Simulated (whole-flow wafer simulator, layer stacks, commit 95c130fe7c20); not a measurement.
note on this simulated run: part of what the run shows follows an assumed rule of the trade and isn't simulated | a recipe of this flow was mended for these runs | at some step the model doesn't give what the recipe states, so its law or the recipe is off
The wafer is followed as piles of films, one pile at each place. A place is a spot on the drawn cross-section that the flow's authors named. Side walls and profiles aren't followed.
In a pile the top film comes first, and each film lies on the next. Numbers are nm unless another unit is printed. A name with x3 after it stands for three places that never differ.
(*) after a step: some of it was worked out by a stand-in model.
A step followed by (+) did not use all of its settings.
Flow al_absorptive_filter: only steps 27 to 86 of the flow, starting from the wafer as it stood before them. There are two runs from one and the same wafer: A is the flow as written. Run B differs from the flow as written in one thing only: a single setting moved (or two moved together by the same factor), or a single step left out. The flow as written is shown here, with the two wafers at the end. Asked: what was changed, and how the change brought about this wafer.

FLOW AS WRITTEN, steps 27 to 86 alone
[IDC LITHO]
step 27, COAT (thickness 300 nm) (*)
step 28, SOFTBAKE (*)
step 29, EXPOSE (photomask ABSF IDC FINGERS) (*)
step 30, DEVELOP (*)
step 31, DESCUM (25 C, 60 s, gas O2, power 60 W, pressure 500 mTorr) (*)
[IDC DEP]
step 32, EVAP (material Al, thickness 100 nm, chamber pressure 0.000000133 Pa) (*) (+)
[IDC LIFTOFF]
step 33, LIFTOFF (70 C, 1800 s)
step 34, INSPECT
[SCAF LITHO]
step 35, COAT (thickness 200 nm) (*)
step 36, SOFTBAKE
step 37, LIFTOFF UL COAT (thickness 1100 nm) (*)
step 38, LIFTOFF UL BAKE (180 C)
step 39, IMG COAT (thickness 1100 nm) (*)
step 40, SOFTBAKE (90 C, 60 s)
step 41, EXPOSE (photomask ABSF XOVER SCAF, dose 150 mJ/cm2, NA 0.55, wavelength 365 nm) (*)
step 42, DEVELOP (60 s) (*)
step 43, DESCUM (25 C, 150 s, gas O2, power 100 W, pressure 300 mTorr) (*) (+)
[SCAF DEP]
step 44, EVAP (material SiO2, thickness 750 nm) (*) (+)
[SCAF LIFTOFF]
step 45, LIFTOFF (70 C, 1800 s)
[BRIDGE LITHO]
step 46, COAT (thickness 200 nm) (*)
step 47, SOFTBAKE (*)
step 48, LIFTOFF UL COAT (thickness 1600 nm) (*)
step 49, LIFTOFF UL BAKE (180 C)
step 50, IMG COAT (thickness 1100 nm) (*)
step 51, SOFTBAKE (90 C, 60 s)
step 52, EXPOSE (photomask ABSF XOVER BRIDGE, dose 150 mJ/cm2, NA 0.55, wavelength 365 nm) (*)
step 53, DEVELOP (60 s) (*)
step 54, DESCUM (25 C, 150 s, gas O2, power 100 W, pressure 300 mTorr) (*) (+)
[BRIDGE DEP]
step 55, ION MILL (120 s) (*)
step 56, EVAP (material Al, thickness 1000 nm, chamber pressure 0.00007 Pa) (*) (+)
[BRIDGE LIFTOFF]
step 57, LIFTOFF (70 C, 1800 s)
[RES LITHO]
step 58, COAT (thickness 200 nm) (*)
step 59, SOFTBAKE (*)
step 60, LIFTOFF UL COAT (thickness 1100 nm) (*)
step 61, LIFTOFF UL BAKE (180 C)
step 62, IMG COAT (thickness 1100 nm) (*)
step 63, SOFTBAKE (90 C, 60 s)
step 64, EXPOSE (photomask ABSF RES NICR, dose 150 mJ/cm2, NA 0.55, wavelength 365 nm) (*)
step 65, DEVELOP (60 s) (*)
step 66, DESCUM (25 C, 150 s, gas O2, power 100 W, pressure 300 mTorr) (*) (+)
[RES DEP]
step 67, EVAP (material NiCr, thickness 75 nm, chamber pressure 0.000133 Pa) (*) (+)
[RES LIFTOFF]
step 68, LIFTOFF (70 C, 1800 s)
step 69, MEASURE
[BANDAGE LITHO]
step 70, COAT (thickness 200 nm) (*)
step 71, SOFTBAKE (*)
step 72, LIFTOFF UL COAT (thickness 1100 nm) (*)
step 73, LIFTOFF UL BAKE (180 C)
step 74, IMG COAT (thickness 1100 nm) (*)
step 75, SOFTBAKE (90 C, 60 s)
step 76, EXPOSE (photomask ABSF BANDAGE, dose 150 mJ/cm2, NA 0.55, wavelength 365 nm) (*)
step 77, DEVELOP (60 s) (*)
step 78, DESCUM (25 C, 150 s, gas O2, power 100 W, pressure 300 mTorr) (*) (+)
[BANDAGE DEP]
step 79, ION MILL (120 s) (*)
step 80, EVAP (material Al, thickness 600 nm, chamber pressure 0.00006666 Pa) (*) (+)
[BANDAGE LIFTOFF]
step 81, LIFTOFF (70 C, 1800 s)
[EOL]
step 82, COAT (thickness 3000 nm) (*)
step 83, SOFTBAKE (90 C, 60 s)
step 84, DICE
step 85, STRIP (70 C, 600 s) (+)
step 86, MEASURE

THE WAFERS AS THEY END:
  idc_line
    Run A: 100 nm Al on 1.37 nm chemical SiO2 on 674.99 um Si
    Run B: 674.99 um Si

Cause: step 30, DEVELOP (*), was skipped.

Step by step, how the change led to this:
  step 31, DESCUM (25 C, 60 s, gas O2, power 60 W, pressure 500 mTorr) (*)
      idc_line: A +1.37 chemical SiO2 (new film), -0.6 Si | B -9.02 e-beam-resist
  step 33, LIFTOFF (70 C, 1800 s)
      idc_line: A nothing | B -100 Al (all of it), -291 e-beam-resist (all of it)
  step 35, COAT (thickness 200 nm) (*)
      idc_line: A +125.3 acrylic-e-beam-resist (new film) | B +200 acrylic-e-beam-resist (new film)
      idc_space: A +228.2 acrylic-e-beam-resist (new film) | B +200 acrylic-e-beam-resist (new film)
  step 45, LIFTOFF (70 C, 1800 s)
      idc_line: A -750 SiO2 (all of it), -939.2 i-line-resist (all of it), -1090 lift-off-underlayer (all of it), -125.3 acrylic-e-beam-resist (all of it) | B -750 SiO2 (all of it), -939.4 i-line-resist (all of it), -1100 lift-off-underlayer (all of it), -200 acrylic-e-beam-resist (all of it)
      idc_space: A -750 SiO2 (all of it), -939.1 i-line-resist (all of it), -1087.8 lift-off-underlayer (all of it), -228.2 acrylic-e-beam-resist (all of it) | B -750 SiO2 (all of it), -939.4 i-line-resist (all of it), -1100 lift-off-underlayer (all of it), -200 acrylic-e-beam-resist (all of it)
  step 46, COAT (thickness 200 nm) (*)
      idc_line: A +129.8 acrylic-e-beam-resist (new film) | B +200 acrylic-e-beam-resist (new film)
      idc_space: A +229.8 acrylic-e-beam-resist (new film) | B +200 acrylic-e-beam-resist (new film)
  step 57, LIFTOFF (70 C, 1800 s)
      idc_line: A -1000 Al (all of it), -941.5 i-line-resist (all of it), -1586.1 lift-off-underlayer (all of it), -129.8 acrylic-e-beam-resist (all of it) | B -1000 Al (all of it), -941.6 i-line-resist (all of it), -1600 lift-off-underlayer (all of it), -200 acrylic-e-beam-resist (all of it)
      idc_space: A -1000 Al (all of it), -941.5 i-line-resist (all of it), -1586.9 lift-off-underlayer (all of it), -229.8 acrylic-e-beam-resist (all of it) | B -1000 Al (all of it), -941.6 i-line-resist (all of it), -1600 lift-off-underlayer (all of it), -200 acrylic-e-beam-resist (all of it)
  step 58, COAT (thickness 200 nm) (*)
      idc_line: A +129.8 acrylic-e-beam-resist (new film) | B +200 acrylic-e-beam-resist (new film)
      idc_space: A +229.8 acrylic-e-beam-resist (new film) | B +200 acrylic-e-beam-resist (new film)
  step 68, LIFTOFF (70 C, 1800 s)
      idc_line: A -75 NiCr (all of it), -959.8 i-line-resist (all of it), -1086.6 lift-off-underlayer (all of it), -129.8 acrylic-e-beam-resist (all of it) | B -75 NiCr (all of it), -960.1 i-line-resist (all of it), -1100 lift-off-underlayer (all of it), -200 acrylic-e-beam-resist (all of it)
      idc_space: A -75 NiCr (all of it), -959.8 i-line-resist (all of it), -1087.4 lift-off-underlayer (all of it), -229.8 acrylic-e-beam-resist (all of it) | B -75 NiCr (all of it), -960.1 i-line-resist (all of it), -1100 lift-off-underlayer (all of it), -200 acrylic-e-beam-resist (all of it)
  step 70, COAT (thickness 200 nm) (*)
      idc_line: A +129.8 acrylic-e-beam-resist (new film) | B +200 acrylic-e-beam-resist (new film)
      idc_space: A +229.8 acrylic-e-beam-resist (new film) | B +200 acrylic-e-beam-resist (new film)
  step 81, LIFTOFF (70 C, 1800 s)
      idc_line: A -600 Al (all of it), -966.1 i-line-resist (all of it), -1086.6 lift-off-underlayer (all of it), -129.8 acrylic-e-beam-resist (all of it) | B -600 Al (all of it), -966.4 i-line-resist (all of it), -1100 lift-off-underlayer (all of it), -200 acrylic-e-beam-resist (all of it)
      idc_space: A -600 Al (all of it), -966.1 i-line-resist (all of it), -1087.4 lift-off-underlayer (all of it), -229.8 acrylic-e-beam-resist (all of it) | B -600 Al (all of it), -966.4 i-line-resist (all of it), -1100 lift-off-underlayer (all of it), -200 acrylic-e-beam-resist (all of it)
  step 82, COAT (thickness 3000 nm) (*)
      idc_line: A +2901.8 i-line-resist (new film) | B +3000 i-line-resist (new film)
  step 83, SOFTBAKE (90 C, 60 s)
      idc_line, idc_space: A -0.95 i-line-resist | B nothing
  step 85, STRIP (70 C, 600 s) (+)
      idc_line: A -2900.9 i-line-resist (all of it) | B -3000 i-line-resist (all of it)
Taking metal films that touch as one body, idc_line has 0 bodies; the flow as written gives 1 body.
